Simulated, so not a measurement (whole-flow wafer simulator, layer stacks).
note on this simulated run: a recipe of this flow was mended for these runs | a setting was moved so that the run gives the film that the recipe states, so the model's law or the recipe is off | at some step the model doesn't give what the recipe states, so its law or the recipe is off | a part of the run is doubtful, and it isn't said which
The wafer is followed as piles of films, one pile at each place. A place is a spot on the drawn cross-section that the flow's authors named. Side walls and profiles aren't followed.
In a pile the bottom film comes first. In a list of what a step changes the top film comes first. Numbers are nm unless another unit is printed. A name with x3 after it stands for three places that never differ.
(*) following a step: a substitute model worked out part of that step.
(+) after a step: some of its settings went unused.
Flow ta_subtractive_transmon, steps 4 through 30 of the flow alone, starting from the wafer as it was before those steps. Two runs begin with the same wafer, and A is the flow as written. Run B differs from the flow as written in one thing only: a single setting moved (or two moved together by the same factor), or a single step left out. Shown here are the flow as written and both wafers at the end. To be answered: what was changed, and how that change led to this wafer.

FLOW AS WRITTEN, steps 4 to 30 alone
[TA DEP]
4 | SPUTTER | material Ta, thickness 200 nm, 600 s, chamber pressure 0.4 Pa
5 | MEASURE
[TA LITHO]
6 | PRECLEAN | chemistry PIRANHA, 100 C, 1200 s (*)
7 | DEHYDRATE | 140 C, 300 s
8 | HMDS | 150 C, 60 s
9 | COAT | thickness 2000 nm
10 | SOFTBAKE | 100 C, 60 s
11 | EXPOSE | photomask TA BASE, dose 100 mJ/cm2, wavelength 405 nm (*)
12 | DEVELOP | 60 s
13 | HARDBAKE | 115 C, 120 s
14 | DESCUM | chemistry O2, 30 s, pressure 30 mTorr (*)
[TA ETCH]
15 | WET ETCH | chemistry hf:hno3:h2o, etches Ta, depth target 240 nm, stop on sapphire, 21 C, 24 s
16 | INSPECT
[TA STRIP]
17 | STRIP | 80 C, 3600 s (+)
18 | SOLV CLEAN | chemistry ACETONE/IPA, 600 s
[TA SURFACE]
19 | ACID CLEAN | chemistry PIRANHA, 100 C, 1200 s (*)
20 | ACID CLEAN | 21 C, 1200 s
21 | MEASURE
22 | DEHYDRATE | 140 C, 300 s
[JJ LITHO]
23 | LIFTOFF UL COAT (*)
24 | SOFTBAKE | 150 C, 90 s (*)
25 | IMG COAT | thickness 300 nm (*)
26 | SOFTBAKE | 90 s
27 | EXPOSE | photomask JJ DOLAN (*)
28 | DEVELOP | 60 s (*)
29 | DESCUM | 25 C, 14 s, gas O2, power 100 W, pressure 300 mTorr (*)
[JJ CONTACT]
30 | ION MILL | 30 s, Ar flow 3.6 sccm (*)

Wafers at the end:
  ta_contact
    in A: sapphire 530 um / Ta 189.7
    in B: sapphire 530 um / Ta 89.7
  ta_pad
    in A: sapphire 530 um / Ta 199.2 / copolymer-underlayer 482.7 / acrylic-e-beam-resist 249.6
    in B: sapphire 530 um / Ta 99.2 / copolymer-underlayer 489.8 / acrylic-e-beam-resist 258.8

Cause: step 4, SPUTTER: thickness 100 nm was run, whereas the flow has thickness 200 nm; step 4, SPUTTER: 300 s was run, where the flow has 600 s.

The path from the change to this, step by step:
  4 | SPUTTER | material Ta, thickness 200 nm, 600 s, chamber pressure 0.4 Pa
      field x2, jj_line, lead, ta_contact, ta_pad: A +200 Ta (new film) | B +100 Ta (new film)
  15 | WET ETCH | chemistry hf:hno3:h2o, etches Ta, depth target 240 nm, stop on sapphire, 21 C, 24 s
      field x2, jj_line, lead: A -199.7 Ta (all of it) | B -99.7 Ta (all of it)
  23 | LIFTOFF UL COAT (*)
      lead: A +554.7 copolymer-underlayer (new film) | B +528.2 copolymer-underlayer (new film)
      ta_contact: A +443.9 copolymer-underlayer (new film) | B +470.8 copolymer-underlayer (new film)
  25 | IMG COAT | thickness 300 nm (*)
      lead: A +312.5 acrylic-e-beam-resist (new film) | B +306.2 acrylic-e-beam-resist (new film)
      ta_contact: A +287.5 acrylic-e-beam-resist (new film) | B +293.9 acrylic-e-beam-resist (new film)
      (as well as at 1 more place)
  28 | DEVELOP | 60 s (*)
      lead: A -312.5 acrylic-e-beam-resist (all of it), -554.7 copolymer-underlayer (all of it) | B -306.2 acrylic-e-beam-resist (all of it), -528.2 copolymer-underlayer (all of it)
      ta_contact: A -287.5 acrylic-e-beam-resist (all of it), -443.9 copolymer-underlayer (all of it) | B -293.9 acrylic-e-beam-resist (all of it), -470.8 copolymer-underlayer (all of it)
